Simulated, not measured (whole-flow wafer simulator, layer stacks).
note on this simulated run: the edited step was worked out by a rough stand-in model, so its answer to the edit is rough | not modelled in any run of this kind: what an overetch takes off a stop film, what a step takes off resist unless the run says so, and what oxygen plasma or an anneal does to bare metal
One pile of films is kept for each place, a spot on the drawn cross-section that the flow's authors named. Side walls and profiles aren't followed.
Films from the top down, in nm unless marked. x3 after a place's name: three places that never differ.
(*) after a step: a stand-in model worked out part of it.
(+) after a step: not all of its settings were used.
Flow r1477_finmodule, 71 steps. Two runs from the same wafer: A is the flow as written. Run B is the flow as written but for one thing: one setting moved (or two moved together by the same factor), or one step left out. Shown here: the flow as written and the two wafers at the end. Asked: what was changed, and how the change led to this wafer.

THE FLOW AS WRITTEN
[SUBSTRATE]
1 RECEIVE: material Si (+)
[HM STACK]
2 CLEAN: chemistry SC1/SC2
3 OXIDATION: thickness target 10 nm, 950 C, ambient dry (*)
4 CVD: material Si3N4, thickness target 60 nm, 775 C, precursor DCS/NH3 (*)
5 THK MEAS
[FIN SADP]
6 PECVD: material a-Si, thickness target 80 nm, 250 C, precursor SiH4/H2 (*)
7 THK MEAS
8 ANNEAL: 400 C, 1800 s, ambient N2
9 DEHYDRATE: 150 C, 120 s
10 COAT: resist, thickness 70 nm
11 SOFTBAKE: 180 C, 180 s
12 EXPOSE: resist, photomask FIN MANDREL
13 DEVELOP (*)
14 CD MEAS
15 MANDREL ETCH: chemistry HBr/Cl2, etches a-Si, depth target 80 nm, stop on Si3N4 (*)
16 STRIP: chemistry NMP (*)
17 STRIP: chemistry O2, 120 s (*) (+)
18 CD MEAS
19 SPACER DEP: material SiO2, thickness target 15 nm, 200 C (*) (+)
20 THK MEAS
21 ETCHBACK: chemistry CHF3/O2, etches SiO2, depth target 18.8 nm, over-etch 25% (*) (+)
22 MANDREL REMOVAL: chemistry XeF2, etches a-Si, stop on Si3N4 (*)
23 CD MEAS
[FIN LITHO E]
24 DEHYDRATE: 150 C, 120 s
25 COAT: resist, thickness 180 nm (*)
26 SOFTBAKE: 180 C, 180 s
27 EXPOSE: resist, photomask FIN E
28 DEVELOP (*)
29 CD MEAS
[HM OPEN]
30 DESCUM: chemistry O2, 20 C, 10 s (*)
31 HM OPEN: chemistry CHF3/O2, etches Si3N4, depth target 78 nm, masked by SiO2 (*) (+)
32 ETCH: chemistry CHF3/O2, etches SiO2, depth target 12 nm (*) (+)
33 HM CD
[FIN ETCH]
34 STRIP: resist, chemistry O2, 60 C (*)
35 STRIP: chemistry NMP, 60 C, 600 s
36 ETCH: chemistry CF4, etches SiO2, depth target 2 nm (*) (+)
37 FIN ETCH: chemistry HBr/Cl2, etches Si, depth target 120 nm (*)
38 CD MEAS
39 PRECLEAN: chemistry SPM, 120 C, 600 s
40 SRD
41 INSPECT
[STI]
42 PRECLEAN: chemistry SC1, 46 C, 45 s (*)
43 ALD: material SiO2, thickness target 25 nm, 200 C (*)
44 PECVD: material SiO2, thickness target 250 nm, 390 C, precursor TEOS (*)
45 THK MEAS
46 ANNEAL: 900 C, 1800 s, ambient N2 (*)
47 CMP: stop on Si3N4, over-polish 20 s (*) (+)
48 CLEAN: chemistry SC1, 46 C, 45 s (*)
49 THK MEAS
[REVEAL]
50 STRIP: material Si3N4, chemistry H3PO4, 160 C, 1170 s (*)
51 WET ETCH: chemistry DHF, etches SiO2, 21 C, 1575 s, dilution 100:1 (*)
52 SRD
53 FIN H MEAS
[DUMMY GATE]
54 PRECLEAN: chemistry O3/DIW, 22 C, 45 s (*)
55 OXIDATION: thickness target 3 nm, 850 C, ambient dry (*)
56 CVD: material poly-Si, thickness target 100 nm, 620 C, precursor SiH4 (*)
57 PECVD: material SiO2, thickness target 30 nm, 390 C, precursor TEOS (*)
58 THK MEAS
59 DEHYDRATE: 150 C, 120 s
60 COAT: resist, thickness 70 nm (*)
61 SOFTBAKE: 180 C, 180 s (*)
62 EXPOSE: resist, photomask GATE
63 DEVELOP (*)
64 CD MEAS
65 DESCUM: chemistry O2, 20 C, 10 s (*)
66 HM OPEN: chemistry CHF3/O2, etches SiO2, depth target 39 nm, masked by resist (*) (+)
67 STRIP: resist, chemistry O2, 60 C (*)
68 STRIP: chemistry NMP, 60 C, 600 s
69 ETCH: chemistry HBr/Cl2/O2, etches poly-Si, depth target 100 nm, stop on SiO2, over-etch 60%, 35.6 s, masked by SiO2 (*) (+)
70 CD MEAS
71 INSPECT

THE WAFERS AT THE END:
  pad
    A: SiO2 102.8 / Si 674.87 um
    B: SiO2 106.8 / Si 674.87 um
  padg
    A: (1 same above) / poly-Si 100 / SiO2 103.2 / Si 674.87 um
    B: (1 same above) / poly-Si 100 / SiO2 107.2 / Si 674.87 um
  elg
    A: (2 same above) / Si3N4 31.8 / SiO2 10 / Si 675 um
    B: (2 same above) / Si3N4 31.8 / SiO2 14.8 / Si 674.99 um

The cause: step 3, OXIDATION: thickness target 14.8 nm was run, where the flow has thickness target 10 nm.
It can be read off the wafer: elg has SiO2 14.8, and step 3 as written asks for 10 nm.

How the change led to this, step by step:
  3 OXIDATION: thickness target 10 nm, 950 C, ambient dry (*)
      pad, padg, elg and 33 more: A SiO2 +10 (new film), chemical SiO2 -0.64 (all of it), Si -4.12 | B SiO2 +14.8 (new film), chemical SiO2 -0.64 (all of it), Si -6.23
  31 HM OPEN: chemistry CHF3/O2, etches Si3N4, depth target 78 nm, masked by SiO2 (*) (+)
      pad, padg, esg and 13 more: A Si3N4 -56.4 (all of it), SiO2 -10 (all of it) | B Si3N4 -56.4 (all of it), SiO2 -10.8
  32 ETCH: chemistry CHF3/O2, etches SiO2, depth target 12 nm (*) (+)
      pad, padg, e40sg and 11 more: A Si -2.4 | B SiO2 -3.99 (all of it), Si -1.6
      esg, eso: A Si -1.77 | B SiO2 -3.99 (all of it), Si -1.6
      (and at 6 more places)
  43 ALD: material SiO2, thickness target 25 nm, 200 C (*)
      esg: A SiO2 +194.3 (new film) | B SiO2 +198.9 (new film)
  47 CMP: stop on Si3N4, over-polish 20 s (*) (+)
      pad, padg, e40sg and 11 more: A SiO2 -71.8 | B SiO2 -67.8
      eso: A SiO2 -72.4 | B SiO2 -67.8
  51 WET ETCH: chemistry DHF, etches SiO2, 21 C, 1575 s, dilution 100:1 (*)
      s40sg_line, s45sg_line, s50sg_line, s40so_line, s45so_line, s50so_line: A SiO2 -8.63 (all of it) | B SiO2 -13.4 (all of it)
  56 CVD: material poly-Si, thickness target 100 nm, 620 C, precursor SiH4 (*)
      s40cg, s40co: A poly-Si +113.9 (new film) | B poly-Si +109.1 (new film)
      s45cg, s45co: A poly-Si +113.4 (new film) | B poly-Si +108.6 (new film)
      (and at 2 more places)
  60 COAT: resist, thickness 70 nm (*)
      s40sg, s40so: A resist +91 (new film) | B resist +86.5 (new film)
      s45sg, s45so: A resist +91 (new film) | B resist +86.4 (new film)
      (and at 2 more places)
  63 DEVELOP (*)
      s40so: A resist -91 (all of it) | B resist -86.5 (all of it)
      s45so: A resist -91 (all of it) | B resist -86.4 (all of it)
      (and at 1 more place)
  67 STRIP: resist, chemistry O2, 60 C (*)
      s40sg, s45sg: A resist -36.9 (all of it) | B resist -32.3 (all of it)
      s50sg: A resist -36.8 (all of it) | B resist -32.1 (all of it)
  69 ETCH: chemistry HBr/Cl2/O2, etches poly-Si, depth target 100 nm, stop on SiO2, over-etch 60%, 35.6 s, masked by SiO2 (*) (+)
      s40co: A chemical SiO2 -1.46 (all of it), poly-Si -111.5 (all of it), SiO2 -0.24 | B chemical SiO2 -1.46 (all of it), poly-Si -106.7 (all of it), SiO2 -0.27
      s45co: A chemical SiO2 -1.46 (all of it), poly-Si -110.9 (all of it), SiO2 -0.25 | B chemical SiO2 -1.46 (all of it), poly-Si -106.1 (all of it), SiO2 -0.27
      (and at 1 more place)
